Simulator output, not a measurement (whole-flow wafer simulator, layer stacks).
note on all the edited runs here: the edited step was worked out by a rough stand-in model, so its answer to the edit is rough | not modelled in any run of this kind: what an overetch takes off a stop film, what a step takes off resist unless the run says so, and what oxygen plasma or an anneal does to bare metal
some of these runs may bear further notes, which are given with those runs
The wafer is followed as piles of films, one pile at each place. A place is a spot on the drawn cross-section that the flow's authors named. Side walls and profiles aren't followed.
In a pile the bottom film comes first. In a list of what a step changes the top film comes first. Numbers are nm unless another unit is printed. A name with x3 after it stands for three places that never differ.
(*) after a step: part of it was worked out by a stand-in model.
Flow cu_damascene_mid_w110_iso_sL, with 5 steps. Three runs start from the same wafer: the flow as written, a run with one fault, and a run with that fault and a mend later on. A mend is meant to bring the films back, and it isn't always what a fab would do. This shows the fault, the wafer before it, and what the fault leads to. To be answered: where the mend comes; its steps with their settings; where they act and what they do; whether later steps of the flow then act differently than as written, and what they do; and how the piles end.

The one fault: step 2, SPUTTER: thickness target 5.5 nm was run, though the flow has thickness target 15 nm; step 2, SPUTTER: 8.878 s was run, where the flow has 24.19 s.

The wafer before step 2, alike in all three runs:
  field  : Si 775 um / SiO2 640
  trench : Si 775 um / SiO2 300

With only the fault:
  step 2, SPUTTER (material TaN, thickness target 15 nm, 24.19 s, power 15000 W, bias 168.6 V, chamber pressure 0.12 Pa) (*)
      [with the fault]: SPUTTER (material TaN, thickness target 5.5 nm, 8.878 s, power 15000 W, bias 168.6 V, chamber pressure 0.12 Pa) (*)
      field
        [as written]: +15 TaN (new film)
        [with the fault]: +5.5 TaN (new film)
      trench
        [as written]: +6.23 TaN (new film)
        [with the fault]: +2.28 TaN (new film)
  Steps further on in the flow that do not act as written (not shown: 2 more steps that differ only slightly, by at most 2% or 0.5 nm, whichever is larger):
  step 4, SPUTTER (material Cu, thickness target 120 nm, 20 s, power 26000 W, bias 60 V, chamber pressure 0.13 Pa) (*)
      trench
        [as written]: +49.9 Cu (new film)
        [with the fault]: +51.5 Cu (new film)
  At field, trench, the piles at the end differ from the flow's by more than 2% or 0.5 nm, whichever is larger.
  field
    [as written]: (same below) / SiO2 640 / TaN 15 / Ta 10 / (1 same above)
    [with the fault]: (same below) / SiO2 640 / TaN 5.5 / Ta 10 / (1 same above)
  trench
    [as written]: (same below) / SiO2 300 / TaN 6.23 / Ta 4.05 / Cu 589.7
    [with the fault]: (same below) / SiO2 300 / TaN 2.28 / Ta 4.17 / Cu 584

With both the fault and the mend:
  The mend follows step 2.
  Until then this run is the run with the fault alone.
  step 2a, SPUTTER (material TaN, thickness target 9.5 nm, 15.31 s, power 15000 W, bias 168.6 V, chamber pressure 0.12 Pa) (*) (the flow's step 2 again, with other settings)
      field
        +9.5 TaN
      trench
        +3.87 TaN
  None of the later steps of the flow differs from how it acts as written, at any place that is followed, by more than 2% or 0.5 nm, whichever is larger.
  At the end the piles are close to the flow's at the places that both follow, differing by at most 2% or 0.5 nm, whichever is larger.
